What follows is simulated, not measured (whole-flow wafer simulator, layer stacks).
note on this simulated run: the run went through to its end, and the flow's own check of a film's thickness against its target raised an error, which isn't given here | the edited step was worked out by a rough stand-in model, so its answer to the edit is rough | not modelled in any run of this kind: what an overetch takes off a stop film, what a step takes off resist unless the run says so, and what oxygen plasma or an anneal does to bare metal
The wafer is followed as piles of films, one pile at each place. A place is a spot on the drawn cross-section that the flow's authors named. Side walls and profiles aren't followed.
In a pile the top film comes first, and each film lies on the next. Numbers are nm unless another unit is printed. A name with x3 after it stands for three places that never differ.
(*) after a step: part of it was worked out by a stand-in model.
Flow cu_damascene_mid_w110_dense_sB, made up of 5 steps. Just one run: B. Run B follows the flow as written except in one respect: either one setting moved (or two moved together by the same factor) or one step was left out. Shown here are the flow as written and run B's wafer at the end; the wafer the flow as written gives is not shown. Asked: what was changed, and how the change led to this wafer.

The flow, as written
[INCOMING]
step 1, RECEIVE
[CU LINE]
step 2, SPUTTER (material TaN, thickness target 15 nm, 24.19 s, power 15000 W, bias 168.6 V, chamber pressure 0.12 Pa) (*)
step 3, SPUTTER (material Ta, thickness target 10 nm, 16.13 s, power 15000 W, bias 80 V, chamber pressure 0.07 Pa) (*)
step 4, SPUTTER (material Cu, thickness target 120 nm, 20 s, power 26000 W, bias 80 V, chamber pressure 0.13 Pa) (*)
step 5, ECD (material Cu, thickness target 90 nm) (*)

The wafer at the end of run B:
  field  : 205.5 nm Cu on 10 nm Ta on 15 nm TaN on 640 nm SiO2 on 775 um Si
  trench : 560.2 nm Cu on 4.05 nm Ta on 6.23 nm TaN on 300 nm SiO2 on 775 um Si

Cause: step 5, ECD: thickness target 85.5 nm was run, whereas the flow has thickness target 90 nm.

Step by step, how the change led to this:
  step 5, ECD (material Cu, thickness target 90 nm) (*)
      field: Cu gains 85.5 (as written it would have been: Cu gains 90)
